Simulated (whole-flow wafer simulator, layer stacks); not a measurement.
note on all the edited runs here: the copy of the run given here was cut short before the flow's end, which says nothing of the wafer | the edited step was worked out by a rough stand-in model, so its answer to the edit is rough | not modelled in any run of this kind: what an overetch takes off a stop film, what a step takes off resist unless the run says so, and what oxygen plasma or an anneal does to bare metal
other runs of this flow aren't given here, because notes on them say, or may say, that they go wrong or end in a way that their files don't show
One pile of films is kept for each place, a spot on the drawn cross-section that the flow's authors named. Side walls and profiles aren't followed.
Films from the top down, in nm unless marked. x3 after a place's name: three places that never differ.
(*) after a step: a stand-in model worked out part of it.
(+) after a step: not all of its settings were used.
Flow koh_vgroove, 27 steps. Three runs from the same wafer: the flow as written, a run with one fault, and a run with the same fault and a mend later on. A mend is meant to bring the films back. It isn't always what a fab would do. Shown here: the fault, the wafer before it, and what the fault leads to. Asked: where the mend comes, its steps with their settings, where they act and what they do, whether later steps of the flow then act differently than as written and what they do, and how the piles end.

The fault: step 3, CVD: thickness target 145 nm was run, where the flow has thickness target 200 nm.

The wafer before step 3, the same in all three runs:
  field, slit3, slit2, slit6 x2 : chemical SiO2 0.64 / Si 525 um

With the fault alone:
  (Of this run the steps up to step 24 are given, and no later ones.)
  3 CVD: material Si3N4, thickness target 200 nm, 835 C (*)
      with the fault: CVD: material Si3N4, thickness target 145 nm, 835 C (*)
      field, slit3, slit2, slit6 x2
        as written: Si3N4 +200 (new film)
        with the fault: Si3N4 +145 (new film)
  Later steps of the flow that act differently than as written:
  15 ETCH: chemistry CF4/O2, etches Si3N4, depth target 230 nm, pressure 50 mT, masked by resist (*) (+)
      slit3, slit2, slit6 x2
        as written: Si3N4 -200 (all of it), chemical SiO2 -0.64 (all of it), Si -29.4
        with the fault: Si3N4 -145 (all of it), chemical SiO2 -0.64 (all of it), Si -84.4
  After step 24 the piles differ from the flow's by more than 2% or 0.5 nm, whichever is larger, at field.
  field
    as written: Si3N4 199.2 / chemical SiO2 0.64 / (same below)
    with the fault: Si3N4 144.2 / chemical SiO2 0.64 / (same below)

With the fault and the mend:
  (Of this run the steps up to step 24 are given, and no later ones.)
  The mend comes after step 4.
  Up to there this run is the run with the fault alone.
  4a CVD: material Si3N4, thickness target 55 nm, 835 C (*) (the flow's step 3 once more, with other settings)
      field, slit3, slit2, slit6 x2
        Si3N4 +55
  No later step of the flow up to step 24 acts differently than as written at any place that is followed.
  After step 24 the piles are the same as the flow's at every place that both follow.
